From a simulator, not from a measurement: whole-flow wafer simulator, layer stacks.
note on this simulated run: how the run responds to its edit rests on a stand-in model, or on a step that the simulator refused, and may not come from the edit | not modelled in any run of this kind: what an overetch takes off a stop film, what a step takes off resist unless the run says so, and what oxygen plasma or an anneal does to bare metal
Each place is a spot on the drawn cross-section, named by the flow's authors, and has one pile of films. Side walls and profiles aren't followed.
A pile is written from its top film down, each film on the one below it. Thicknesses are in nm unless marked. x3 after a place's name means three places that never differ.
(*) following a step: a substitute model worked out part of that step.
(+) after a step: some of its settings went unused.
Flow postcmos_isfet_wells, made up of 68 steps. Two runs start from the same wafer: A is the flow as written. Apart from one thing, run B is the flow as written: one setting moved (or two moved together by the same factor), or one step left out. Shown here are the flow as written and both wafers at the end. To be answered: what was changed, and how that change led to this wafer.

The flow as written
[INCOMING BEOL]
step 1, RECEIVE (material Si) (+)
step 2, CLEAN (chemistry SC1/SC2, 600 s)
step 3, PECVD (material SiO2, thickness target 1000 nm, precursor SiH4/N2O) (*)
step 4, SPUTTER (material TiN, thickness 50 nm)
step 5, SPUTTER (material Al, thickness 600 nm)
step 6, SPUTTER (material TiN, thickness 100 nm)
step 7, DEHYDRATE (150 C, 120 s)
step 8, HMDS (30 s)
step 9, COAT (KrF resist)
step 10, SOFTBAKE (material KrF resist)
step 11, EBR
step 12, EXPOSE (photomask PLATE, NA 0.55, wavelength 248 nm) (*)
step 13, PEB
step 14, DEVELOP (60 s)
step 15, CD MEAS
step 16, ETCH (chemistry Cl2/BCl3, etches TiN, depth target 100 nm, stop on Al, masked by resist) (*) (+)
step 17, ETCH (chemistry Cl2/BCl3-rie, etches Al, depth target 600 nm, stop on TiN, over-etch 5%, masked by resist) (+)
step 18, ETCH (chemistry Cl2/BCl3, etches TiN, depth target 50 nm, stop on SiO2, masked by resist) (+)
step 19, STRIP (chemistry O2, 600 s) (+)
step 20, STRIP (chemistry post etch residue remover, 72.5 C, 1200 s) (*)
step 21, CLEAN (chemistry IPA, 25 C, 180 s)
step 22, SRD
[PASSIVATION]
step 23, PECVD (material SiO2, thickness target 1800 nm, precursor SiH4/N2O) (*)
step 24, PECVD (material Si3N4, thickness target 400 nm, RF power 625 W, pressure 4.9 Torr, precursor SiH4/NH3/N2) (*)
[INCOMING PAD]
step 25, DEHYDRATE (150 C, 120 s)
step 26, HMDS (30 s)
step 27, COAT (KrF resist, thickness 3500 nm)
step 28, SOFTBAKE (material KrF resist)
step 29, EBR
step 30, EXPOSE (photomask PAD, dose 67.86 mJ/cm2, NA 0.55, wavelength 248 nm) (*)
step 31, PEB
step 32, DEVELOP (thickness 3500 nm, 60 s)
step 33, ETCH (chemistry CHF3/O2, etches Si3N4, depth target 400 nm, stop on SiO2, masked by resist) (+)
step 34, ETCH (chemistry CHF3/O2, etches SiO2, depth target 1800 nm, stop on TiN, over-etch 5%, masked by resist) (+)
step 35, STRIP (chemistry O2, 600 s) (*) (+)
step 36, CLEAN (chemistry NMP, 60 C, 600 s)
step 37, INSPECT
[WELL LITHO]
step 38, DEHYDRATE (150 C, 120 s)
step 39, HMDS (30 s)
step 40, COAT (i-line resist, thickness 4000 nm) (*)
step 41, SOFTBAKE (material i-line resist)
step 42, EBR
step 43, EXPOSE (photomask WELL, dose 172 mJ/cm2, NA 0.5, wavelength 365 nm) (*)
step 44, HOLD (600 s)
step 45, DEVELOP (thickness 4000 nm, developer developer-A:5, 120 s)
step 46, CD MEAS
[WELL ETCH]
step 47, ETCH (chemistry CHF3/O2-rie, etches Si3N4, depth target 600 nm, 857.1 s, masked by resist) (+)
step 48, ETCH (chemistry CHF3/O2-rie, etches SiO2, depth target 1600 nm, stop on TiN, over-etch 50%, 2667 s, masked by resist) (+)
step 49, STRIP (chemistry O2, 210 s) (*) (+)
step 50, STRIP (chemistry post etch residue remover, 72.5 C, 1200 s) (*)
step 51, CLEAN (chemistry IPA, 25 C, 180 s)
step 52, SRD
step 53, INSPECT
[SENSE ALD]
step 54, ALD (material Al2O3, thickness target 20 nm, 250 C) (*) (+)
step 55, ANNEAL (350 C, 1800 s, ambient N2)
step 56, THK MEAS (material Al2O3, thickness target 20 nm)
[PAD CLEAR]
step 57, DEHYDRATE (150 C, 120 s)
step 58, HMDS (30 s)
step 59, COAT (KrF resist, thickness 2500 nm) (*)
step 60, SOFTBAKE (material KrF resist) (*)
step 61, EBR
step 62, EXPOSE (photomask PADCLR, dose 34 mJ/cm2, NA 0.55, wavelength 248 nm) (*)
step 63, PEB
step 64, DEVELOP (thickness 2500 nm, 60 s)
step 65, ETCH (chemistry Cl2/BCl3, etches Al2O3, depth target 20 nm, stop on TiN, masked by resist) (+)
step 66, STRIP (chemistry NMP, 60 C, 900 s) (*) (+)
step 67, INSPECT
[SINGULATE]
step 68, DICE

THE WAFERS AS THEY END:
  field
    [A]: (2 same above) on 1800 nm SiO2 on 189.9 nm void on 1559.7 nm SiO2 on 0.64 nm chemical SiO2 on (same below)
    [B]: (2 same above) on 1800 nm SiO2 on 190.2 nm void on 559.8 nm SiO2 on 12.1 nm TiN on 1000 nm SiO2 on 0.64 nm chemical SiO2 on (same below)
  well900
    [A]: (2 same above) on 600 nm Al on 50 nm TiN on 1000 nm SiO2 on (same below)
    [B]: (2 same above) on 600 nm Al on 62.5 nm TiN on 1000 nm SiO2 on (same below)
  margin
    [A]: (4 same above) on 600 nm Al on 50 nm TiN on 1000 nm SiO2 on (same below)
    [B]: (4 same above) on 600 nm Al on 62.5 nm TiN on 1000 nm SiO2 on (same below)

The reason: step 4, SPUTTER: thickness 62.5 nm was run, whereas the flow has thickness 50 nm.
The wafer lets one read it off: well900 has TiN 62.5, and step 4 as written asks for 50 nm.

Step by step, how the change led to this:
  step 4, SPUTTER (material TiN, thickness 50 nm)
      field, margin, well900 and 6 more: A TiN gains 50 (new film) | B TiN gains 62.5 (new film)
  step 18, ETCH (chemistry Cl2/BCl3, etches TiN, depth target 50 nm, stop on SiO2, masked by resist) (+)
      field: A TiN loses 50 (all of it) | B TiN loses 50
  step 23, PECVD (material SiO2, thickness target 1800 nm, precursor SiH4/N2O) (*)
      field: A SiO2 gains 1800 (new film), void gains 189.9 (new film), SiO2 gains 559.7 | B SiO2 gains 1800 (new film), void gains 190.2 (new film), SiO2 gains 559.8 (new film)
With metal films that touch counted as one body, field has 1 body; the flow as written gives 0 bodies.
